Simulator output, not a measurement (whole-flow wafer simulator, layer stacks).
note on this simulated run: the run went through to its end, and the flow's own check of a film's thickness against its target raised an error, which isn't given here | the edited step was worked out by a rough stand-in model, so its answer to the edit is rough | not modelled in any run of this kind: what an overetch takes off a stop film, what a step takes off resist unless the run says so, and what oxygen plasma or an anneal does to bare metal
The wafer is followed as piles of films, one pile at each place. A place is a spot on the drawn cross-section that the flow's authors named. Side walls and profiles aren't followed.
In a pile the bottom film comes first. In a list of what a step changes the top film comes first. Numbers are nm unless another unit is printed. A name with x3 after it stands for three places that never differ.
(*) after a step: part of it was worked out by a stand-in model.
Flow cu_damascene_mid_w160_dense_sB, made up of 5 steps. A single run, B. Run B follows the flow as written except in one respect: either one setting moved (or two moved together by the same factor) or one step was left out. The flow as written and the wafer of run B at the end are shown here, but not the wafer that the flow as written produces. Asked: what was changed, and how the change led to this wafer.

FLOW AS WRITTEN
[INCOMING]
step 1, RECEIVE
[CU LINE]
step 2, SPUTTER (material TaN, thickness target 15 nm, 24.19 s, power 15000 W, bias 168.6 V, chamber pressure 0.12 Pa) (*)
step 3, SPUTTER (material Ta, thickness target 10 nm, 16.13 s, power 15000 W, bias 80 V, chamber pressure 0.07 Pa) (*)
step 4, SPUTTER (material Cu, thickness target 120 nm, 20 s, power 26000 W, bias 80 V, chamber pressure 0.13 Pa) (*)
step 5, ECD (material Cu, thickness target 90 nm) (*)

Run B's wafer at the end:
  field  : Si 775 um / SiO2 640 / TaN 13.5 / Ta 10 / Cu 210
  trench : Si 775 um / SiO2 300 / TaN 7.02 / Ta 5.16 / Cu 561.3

The reason: step 2, SPUTTER: power 13480 W was run, while the flow as written has power 15000 W.

Step by step, how the change led to this:
  step 2, SPUTTER (material TaN, thickness target 15 nm, 24.19 s, power 15000 W, bias 168.6 V, chamber pressure 0.12 Pa) (*)
      field: TaN gains 13.5 (new film) (it would be, as written: TaN gains 15 (new film))
      trench: TaN gains 7.02 (new film) (it would be, as written: TaN gains 7.82 (new film))
